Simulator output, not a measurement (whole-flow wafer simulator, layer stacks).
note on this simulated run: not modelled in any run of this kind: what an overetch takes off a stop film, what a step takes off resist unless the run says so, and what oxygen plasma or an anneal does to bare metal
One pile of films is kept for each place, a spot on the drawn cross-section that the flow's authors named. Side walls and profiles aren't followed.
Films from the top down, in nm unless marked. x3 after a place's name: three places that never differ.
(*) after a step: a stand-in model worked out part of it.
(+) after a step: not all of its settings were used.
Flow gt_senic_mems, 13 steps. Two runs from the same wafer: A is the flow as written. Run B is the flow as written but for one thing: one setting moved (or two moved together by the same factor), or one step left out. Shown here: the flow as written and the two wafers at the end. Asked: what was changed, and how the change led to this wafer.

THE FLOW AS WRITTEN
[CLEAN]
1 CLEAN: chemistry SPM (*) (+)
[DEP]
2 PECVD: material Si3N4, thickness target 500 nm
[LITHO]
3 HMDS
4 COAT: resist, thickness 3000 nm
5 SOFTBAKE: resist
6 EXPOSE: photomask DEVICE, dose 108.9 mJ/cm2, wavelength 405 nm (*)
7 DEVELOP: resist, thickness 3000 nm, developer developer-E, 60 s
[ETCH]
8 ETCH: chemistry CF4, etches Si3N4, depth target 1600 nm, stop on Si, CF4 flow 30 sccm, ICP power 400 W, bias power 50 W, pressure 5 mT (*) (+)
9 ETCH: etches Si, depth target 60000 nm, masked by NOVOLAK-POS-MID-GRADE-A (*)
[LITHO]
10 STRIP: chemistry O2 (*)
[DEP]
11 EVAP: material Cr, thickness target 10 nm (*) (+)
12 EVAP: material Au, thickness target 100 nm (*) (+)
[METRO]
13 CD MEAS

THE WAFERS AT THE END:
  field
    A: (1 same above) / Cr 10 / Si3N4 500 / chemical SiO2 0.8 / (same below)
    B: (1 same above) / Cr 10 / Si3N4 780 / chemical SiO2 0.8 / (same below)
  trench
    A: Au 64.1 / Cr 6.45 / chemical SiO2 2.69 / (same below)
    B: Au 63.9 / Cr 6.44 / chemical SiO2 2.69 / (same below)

The cause: step 2, PECVD: thickness target 780 nm was run, where the flow has thickness target 500 nm.
It can be read off the wafer: field has Si3N4 780, and step 2 as written asks for 500 nm.

How the change led to this, step by step:
  2 PECVD: material Si3N4, thickness target 500 nm
      field, trench: A Si3N4 +500 (new film) | B Si3N4 +780 (new film)
  8 ETCH: chemistry CF4, etches Si3N4, depth target 1600 nm, stop on Si, CF4 flow 30 sccm, ICP power 400 W, bias power 50 W, pressure 5 mT (*) (+)
      field: A resist -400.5 | B resist -587.2
      trench: A Si3N4 -500 (all of it), chemical SiO2 -0.8 (all of it) | B Si3N4 -780 (all of it), chemical SiO2 -0.8 (all of it)
  10 STRIP: chemistry O2 (*)
      field: A resist -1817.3 (all of it) | B resist -1630.6 (all of it)
